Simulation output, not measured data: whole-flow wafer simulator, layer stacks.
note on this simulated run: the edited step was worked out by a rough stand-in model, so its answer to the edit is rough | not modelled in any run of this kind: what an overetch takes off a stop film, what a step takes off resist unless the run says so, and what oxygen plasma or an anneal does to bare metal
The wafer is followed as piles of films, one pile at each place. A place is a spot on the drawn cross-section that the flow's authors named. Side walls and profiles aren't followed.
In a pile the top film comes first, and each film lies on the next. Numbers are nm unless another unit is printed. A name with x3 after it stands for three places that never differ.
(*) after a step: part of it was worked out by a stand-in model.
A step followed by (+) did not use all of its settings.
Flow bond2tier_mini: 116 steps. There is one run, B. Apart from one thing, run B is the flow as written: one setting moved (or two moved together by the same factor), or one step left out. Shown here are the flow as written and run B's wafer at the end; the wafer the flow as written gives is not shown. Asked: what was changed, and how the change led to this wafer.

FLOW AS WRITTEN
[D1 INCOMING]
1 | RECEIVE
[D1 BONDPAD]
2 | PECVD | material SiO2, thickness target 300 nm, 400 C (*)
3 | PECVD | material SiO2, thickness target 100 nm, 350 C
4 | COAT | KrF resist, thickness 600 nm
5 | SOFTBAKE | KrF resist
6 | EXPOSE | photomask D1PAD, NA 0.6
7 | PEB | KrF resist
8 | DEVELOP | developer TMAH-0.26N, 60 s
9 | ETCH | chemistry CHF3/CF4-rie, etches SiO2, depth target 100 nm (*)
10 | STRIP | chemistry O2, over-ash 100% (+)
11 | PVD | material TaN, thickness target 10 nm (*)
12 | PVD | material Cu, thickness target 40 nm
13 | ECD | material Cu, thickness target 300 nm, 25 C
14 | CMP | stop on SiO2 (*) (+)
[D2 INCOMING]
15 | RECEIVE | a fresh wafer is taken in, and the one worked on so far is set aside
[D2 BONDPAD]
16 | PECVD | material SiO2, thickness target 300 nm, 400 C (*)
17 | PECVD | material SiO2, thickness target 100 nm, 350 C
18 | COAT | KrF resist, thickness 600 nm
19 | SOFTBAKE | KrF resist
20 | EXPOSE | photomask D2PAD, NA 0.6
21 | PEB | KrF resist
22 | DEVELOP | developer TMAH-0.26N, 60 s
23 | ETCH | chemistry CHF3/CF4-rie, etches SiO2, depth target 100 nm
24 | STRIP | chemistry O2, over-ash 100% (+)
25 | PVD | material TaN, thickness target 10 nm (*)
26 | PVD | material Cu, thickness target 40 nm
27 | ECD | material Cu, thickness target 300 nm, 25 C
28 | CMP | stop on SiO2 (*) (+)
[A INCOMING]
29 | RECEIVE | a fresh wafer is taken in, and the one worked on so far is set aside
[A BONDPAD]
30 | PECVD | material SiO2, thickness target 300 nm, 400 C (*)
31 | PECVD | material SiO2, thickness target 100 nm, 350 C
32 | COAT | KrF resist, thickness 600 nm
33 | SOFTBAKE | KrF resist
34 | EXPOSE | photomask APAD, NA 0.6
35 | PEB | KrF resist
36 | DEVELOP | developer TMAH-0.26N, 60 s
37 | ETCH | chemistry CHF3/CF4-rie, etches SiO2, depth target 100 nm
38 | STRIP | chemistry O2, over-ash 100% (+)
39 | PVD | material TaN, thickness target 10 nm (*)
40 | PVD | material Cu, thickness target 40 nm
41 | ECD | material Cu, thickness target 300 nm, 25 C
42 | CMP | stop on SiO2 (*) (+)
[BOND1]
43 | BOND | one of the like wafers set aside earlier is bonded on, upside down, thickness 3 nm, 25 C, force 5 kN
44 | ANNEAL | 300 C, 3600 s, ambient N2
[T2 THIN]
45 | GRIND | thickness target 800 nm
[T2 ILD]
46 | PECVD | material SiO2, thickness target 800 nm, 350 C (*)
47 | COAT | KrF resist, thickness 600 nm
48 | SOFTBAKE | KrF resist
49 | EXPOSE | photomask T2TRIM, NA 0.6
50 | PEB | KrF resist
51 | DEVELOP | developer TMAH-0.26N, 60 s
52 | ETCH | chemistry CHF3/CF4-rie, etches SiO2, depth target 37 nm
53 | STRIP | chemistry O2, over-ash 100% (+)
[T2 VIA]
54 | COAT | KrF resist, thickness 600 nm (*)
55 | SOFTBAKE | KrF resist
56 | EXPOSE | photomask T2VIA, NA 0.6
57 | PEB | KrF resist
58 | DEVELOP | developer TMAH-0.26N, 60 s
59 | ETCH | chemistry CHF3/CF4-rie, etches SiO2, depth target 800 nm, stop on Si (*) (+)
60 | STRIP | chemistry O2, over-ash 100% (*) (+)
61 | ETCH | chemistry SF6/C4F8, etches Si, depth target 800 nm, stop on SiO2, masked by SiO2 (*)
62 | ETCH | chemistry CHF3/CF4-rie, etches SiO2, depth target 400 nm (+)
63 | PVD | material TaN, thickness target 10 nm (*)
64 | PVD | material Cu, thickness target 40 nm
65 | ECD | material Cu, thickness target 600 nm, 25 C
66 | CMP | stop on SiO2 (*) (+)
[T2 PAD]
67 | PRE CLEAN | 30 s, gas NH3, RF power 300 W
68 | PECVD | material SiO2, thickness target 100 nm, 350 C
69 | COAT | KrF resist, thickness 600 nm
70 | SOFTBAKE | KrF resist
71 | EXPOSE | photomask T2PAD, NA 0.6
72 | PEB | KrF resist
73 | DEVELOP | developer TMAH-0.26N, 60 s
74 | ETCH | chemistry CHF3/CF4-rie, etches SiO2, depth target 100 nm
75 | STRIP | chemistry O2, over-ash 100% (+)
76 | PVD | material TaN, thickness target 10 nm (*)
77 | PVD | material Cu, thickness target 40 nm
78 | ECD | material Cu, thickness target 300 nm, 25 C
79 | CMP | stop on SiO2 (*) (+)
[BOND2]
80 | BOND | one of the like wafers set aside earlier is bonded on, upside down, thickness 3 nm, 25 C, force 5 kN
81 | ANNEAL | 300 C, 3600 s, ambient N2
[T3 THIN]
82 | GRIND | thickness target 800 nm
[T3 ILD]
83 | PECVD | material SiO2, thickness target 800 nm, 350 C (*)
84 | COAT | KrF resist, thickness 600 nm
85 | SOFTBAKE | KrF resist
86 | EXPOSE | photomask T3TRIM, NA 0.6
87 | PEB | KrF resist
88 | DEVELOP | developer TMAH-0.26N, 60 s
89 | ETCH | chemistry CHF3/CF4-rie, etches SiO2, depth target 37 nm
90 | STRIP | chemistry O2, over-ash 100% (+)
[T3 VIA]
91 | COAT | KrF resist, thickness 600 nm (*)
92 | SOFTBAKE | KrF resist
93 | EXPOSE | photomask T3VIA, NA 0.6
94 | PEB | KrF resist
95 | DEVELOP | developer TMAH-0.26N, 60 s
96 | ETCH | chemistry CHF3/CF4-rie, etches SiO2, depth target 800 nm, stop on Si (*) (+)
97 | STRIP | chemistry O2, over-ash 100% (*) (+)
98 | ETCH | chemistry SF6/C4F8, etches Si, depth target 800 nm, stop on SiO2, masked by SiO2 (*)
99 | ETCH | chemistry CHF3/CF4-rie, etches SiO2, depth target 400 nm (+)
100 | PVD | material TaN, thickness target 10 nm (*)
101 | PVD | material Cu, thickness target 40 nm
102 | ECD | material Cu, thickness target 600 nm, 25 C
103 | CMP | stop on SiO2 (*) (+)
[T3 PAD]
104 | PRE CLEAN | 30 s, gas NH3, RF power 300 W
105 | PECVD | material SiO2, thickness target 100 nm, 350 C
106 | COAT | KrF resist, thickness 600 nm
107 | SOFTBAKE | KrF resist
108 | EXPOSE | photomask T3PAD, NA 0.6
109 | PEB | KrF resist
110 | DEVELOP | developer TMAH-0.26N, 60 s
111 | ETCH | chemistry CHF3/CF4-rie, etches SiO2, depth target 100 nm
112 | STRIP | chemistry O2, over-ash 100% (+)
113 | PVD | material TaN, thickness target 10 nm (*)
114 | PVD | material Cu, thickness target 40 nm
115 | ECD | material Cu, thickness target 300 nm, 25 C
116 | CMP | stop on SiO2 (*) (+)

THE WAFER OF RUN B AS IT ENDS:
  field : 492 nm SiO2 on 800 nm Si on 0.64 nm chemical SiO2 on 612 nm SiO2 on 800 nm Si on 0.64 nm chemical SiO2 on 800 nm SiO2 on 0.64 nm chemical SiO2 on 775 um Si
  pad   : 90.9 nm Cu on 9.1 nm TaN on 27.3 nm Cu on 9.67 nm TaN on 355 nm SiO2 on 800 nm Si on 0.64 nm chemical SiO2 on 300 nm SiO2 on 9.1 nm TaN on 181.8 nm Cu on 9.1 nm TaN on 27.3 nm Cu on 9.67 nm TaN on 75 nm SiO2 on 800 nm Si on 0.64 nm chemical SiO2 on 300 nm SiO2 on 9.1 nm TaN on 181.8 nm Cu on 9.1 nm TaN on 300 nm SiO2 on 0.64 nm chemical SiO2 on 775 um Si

What caused this: step 46, PECVD: thickness target 520 nm was run, while the flow as written has thickness target 800 nm.

How this came from the change, step by step:
  46 | PECVD | material SiO2, thickness target 800 nm, 350 C (*)
      field, pad, via: SiO2 gains 520 (new film) (it would be, as written: SiO2 gains 800 (new film))
  59 | ETCH | chemistry CHF3/CF4-rie, etches SiO2, depth target 800 nm, stop on Si (*) (+)
      field, pad: KrF resist loses 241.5 (it would be, as written: KrF resist loses 266.7)
      via: SiO2 loses 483 (all of it) (it would be, as written: SiO2 loses 763 (all of it))
  60 | STRIP | chemistry O2, over-ash 100% (*) (+)
      field: KrF resist loses 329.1 (all of it) (it would be, as written: KrF resist loses 303.9 (all of it))
      pad: KrF resist loses 361.1 (all of it) (it would be, as written: KrF resist loses 336 (all of it))
